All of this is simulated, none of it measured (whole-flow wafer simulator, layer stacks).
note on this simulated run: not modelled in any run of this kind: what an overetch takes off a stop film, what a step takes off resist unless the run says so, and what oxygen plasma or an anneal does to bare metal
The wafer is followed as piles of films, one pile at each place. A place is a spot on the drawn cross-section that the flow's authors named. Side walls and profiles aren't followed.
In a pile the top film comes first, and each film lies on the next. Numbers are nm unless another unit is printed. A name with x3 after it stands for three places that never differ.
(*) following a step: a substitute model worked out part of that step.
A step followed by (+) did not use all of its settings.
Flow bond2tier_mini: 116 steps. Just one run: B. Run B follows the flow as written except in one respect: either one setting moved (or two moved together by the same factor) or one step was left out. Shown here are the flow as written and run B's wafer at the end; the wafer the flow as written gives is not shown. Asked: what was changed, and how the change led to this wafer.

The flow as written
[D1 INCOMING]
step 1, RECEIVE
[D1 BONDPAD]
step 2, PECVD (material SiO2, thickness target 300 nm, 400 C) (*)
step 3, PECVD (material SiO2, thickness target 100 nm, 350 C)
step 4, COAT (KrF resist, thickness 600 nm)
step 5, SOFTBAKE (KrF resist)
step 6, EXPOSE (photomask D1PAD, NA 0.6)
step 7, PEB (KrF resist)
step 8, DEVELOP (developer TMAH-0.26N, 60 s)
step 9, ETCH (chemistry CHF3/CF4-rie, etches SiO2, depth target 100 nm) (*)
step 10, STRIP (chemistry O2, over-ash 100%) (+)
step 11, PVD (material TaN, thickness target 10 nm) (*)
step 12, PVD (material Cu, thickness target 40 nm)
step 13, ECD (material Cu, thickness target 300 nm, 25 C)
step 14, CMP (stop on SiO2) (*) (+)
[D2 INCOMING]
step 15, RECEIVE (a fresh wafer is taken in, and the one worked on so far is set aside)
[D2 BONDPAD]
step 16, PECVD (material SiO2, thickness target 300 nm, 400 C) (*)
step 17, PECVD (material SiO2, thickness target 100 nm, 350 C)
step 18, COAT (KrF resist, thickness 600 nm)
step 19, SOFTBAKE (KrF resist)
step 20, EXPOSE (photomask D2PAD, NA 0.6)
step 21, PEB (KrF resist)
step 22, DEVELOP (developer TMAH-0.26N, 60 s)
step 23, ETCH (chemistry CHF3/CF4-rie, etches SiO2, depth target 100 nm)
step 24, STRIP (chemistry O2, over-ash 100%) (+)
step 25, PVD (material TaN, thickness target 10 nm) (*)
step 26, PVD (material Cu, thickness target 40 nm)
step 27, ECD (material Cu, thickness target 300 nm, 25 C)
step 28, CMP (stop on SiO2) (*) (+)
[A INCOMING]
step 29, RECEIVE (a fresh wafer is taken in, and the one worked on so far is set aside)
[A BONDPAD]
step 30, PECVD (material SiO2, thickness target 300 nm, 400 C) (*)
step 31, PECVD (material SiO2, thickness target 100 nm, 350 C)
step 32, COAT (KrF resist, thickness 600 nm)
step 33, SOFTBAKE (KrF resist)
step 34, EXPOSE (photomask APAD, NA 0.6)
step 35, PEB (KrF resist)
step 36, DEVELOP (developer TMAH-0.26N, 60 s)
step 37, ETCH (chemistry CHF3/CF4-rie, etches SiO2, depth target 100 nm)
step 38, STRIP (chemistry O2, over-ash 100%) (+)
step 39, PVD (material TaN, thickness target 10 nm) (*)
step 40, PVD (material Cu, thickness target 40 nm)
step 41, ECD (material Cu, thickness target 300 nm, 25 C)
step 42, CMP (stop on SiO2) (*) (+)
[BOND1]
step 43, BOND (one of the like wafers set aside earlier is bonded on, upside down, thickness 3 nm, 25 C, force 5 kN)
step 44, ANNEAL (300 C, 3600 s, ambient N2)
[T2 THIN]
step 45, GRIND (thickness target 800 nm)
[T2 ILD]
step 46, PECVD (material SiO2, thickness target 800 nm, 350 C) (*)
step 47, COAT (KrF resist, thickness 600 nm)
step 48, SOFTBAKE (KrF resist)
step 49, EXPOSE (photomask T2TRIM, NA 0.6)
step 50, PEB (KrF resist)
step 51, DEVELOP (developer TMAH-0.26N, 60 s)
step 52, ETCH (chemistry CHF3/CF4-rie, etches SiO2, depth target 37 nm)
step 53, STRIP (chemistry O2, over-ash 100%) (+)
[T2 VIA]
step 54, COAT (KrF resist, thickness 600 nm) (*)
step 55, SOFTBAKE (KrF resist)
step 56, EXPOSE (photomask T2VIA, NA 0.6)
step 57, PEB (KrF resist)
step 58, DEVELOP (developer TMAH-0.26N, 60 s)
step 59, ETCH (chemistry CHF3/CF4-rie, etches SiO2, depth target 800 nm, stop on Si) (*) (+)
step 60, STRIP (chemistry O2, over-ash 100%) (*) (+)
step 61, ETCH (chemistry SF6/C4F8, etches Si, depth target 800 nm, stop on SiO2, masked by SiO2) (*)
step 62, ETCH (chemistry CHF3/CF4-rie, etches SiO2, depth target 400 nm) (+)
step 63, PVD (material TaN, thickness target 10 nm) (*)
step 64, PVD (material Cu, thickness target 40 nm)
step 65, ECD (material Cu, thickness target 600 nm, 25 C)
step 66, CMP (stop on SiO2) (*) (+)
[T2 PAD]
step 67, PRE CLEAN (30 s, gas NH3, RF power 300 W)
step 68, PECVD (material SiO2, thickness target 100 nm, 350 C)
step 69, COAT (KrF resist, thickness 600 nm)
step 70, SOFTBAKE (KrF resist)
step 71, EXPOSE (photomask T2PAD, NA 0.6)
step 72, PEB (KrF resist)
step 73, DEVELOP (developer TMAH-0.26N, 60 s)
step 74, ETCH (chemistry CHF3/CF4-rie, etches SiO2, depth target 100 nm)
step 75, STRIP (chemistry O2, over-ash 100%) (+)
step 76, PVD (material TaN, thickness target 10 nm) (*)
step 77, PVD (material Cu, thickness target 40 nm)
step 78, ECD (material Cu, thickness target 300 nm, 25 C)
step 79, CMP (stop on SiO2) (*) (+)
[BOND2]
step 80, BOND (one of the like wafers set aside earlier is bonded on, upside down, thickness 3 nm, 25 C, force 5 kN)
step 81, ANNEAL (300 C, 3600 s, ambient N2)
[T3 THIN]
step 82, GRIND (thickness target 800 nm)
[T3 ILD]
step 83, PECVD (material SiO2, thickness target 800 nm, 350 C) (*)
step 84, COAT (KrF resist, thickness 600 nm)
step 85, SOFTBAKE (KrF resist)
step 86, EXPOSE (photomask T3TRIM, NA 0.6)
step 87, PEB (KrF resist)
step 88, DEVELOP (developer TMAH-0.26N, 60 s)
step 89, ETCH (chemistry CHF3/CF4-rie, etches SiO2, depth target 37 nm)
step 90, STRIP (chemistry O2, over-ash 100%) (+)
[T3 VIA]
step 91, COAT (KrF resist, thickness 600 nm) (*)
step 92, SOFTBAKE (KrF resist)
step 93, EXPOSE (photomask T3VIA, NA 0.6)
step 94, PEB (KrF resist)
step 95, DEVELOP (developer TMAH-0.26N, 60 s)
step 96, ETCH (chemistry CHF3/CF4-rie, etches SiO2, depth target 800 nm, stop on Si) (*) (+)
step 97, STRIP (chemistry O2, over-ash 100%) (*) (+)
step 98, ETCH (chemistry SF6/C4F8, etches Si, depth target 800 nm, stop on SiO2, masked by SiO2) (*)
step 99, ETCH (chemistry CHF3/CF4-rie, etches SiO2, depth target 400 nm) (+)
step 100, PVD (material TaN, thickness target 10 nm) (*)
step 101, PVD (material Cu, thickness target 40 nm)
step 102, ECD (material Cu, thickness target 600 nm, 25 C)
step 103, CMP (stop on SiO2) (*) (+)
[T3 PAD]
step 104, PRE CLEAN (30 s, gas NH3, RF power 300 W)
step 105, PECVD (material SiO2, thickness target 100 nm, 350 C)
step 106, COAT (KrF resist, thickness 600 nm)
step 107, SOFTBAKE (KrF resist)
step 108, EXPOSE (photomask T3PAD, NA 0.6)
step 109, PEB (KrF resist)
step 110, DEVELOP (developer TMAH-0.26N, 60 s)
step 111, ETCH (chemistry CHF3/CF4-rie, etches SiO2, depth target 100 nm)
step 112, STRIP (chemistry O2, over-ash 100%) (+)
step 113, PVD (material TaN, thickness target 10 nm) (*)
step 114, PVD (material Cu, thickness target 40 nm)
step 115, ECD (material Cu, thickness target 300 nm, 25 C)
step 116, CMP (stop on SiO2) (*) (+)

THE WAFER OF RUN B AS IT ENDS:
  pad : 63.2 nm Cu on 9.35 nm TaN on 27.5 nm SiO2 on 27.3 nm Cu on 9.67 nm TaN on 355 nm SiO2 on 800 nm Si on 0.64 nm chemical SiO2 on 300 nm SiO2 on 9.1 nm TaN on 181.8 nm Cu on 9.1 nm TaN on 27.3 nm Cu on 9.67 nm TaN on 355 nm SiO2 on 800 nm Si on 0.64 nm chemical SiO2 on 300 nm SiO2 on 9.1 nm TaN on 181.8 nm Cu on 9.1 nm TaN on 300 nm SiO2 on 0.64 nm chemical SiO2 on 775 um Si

The reason: step 111, ETCH: depth target 72.5 nm was run, while the flow as written has depth target 100 nm.

Step by step, how the change led to this:
  step 111, ETCH (chemistry CHF3/CF4-rie, etches SiO2, depth target 100 nm)
      pad: -72.5 SiO2 (as written it would have been: -100 SiO2 (all of it))
      field: -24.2 KrF resist (as written it would have been: -33.3 KrF resist)
  step 114, PVD (material Cu, thickness target 40 nm)
      pad: +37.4 Cu (new film) (as written it would have been: +36.4 Cu (new film))
  step 115, ECD (material Cu, thickness target 300 nm, 25 C)
      pad: +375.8 Cu (as written it would have been: +404.5 Cu)
If metal films that touch count as one body, pad has 4 bodies (between them, from the top down: SiO2 27.5; SiO2 355 / Si 800 / chemical SiO2 0.64 / SiO2 300; SiO2 355 / Si 800 / chemical SiO2 0.64 / SiO2 300); the flow as written gives 3 bodies (between them, from the top down: SiO2 355 / Si 800 / chemical SiO2 0.64 / SiO2 300; SiO2 355 / Si 800 / chemical SiO2 0.64 / SiO2 300).
